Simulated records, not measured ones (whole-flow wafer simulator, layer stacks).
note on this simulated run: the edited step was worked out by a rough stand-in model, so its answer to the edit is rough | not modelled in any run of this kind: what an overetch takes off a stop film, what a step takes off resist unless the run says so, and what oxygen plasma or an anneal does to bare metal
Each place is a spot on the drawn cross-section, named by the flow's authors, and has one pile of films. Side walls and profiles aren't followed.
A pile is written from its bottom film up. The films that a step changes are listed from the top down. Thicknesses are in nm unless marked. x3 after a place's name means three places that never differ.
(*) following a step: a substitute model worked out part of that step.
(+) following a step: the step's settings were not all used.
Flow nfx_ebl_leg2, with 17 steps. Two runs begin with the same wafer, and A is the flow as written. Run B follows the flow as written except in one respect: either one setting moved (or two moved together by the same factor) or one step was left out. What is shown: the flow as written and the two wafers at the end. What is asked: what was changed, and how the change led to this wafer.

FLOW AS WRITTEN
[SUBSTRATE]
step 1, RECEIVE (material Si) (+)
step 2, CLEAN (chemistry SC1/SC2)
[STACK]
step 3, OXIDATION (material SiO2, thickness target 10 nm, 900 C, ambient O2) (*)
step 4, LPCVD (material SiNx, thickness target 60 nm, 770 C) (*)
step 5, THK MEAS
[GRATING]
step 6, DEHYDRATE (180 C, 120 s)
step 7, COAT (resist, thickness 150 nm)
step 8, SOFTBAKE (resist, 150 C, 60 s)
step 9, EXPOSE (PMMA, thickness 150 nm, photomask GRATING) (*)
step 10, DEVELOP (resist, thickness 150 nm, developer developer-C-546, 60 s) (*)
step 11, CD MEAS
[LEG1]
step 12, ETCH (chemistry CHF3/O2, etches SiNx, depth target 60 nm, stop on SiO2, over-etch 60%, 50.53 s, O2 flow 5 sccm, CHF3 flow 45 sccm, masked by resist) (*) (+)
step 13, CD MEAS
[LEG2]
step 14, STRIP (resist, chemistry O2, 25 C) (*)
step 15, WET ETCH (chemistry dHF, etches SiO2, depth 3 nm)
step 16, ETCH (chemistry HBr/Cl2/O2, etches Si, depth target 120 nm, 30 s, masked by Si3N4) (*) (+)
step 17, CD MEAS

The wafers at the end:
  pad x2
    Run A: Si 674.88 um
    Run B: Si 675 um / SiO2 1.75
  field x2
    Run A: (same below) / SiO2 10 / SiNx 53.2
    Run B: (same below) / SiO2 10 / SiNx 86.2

What caused this: step 4, LPCVD: thickness target 93 nm was run, whereas the flow has thickness target 60 nm.

The path from the change to this, step by step:
  step 4, LPCVD (material SiNx, thickness target 60 nm, 770 C) (*)
      field x2, pad x2: A +60 SiNx (new film) | B +93 SiNx (new film)
  step 12, ETCH (chemistry CHF3/O2, etches SiNx, depth target 60 nm, stop on SiO2, over-etch 60%, 50.53 s, O2 flow 5 sccm, CHF3 flow 45 sccm, masked by resist) (*) (+)
      pad x2: A -60 SiNx (all of it), -10 SiO2 (all of it) | B -93 SiNx (all of it), -1.5 SiO2
  step 14, STRIP (resist, chemistry O2, 25 C) (*)
      pad x2: A +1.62 chemical SiO2 (new film), -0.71 Si | B nothing
  step 15, WET ETCH (chemistry dHF, etches SiO2, depth 3 nm)
      pad x2: A -1.62 chemical SiO2 (all of it) | B -3 SiO2
  step 16, ETCH (chemistry HBr/Cl2/O2, etches Si, depth target 120 nm, 30 s, masked by Si3N4) (*) (+)
      pad x2: A -120 Si | B -3.75 SiO2
